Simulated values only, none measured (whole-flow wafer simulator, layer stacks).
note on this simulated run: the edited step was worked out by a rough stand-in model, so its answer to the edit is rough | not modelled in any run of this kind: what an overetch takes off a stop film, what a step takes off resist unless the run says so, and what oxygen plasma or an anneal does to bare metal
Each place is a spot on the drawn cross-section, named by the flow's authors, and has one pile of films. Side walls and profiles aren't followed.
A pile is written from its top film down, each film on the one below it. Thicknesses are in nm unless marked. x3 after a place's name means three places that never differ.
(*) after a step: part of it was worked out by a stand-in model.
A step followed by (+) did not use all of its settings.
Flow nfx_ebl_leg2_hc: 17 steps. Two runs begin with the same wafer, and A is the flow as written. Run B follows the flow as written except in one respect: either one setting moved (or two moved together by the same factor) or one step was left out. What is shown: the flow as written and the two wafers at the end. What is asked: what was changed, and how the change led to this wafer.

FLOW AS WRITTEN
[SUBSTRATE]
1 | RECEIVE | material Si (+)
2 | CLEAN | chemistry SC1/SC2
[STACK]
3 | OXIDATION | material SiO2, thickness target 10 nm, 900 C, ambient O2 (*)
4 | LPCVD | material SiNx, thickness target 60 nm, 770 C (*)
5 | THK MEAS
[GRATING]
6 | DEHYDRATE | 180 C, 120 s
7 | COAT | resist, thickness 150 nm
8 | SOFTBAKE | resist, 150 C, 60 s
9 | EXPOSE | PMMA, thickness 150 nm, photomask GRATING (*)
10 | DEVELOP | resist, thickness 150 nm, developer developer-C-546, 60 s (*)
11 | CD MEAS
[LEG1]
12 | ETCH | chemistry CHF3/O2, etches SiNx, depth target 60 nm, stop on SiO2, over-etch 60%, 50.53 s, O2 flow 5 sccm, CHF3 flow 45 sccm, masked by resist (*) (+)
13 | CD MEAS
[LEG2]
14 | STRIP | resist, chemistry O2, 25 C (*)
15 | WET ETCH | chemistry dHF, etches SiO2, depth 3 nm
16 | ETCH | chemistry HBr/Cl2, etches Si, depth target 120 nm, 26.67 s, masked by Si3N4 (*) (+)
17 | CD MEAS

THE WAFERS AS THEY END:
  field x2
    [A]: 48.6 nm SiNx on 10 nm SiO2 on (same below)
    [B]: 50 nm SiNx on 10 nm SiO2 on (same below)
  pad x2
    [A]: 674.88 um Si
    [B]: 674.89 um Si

The reason: step 16, ETCH: depth target 105 nm was run, though the flow has depth target 120 nm; step 16, ETCH: 23.33 s was run, where the flow has 26.67 s.

Step by step, how the change led to this:
  16 | ETCH | chemistry HBr/Cl2, etches Si, depth target 120 nm, 26.67 s, masked by Si3N4 (*) (+)
      field x2: A SiNx loses 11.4 | B SiNx loses 10
      pad x2: A Si loses 120 | B Si loses 105
